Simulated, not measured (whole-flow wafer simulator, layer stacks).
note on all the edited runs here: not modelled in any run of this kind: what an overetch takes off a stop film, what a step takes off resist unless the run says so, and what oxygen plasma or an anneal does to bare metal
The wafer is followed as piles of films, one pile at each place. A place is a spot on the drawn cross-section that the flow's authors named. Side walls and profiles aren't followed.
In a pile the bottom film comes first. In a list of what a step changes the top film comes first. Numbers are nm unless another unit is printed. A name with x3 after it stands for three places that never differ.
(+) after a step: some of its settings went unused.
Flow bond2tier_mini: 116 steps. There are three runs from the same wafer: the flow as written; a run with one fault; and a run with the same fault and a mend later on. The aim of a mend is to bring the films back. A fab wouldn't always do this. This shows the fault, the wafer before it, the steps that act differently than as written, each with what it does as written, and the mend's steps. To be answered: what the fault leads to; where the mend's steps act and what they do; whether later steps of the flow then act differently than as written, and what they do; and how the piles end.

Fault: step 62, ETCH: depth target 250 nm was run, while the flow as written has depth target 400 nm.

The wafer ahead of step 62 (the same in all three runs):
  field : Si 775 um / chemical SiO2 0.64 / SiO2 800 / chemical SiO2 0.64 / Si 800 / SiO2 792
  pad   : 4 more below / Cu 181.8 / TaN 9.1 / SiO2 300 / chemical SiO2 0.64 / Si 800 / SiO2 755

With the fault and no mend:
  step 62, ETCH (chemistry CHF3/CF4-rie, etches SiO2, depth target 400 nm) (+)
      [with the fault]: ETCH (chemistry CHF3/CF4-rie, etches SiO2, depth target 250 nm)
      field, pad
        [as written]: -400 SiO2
        [with the fault]: -250 SiO2
  Every later step of the flow that is run acts as written at every place that is followed.
  The piles end different from the flow's at field, pad by more than 2% or 0.5 nm, whichever is larger.
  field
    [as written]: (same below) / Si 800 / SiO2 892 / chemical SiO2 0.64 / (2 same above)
    [with the fault]: (same below) / Si 800 / SiO2 1042 / chemical SiO2 0.64 / (2 same above)
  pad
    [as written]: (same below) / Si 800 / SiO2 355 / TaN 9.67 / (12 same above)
    [with the fault]: (same below) / Si 800 / SiO2 505 / TaN 9.67 / (12 same above)

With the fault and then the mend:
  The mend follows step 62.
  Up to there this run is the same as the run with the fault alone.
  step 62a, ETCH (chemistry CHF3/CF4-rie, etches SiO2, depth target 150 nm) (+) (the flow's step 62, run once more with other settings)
      field, pad
        -150 SiO2
  Every later step of the flow that is run acts as written at every place that is followed.
  At every place that both follow, the piles at the end match the flow's.
